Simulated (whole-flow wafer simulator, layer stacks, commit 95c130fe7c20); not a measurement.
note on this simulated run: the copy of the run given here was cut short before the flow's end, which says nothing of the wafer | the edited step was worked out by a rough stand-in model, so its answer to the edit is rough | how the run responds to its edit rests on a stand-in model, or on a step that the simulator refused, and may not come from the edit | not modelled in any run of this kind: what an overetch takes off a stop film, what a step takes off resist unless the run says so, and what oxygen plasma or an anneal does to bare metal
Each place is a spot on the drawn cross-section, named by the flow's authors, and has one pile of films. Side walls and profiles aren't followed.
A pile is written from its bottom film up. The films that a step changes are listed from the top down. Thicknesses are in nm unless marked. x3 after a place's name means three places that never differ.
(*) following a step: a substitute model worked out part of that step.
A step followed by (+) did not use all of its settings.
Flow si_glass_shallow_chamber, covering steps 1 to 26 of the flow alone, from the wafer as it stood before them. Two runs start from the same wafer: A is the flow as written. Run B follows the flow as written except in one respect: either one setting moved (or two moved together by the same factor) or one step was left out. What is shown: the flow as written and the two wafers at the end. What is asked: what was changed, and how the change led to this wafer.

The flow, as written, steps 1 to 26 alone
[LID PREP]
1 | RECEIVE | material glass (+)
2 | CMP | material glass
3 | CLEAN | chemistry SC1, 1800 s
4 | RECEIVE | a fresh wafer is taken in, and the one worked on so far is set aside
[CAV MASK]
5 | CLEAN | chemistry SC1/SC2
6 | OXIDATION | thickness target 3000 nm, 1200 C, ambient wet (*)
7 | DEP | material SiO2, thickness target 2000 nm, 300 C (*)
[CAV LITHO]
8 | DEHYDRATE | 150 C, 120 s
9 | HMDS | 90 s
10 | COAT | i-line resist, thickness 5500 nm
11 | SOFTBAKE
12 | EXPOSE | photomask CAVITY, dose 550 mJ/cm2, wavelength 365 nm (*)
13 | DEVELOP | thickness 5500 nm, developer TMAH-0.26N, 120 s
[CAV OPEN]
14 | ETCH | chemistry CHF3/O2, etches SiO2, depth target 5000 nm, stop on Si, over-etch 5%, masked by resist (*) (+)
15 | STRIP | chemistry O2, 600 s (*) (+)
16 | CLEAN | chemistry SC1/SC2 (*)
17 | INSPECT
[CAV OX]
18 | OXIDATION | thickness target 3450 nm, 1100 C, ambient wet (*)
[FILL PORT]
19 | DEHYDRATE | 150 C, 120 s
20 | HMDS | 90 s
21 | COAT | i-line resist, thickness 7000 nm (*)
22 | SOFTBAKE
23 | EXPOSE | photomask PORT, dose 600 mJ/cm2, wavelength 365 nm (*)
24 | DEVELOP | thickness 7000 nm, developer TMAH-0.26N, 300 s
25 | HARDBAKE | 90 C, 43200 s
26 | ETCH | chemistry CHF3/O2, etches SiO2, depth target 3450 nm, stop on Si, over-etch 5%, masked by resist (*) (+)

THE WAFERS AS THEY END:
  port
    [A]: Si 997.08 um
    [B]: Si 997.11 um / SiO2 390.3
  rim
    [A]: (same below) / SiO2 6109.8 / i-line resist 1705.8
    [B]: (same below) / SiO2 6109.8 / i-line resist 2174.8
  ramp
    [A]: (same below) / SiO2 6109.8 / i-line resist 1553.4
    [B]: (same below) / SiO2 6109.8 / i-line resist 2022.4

The reason: step 26, ETCH: depth target 2914 nm was run, while the flow as written has depth target 3450 nm.

How this came from the change, step by step:
  26 | ETCH | chemistry CHF3/O2, etches SiO2, depth target 3450 nm, stop on Si, over-etch 5%, masked by resist (*) (+)
      port: A SiO2 loses 3450 (all of it), Si loses 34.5 | B SiO2 loses 3059.7
      rim, ramp, cav, ring: A i-line resist loses 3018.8 | B i-line resist loses 2549.8
      (as well as at 1 more place)
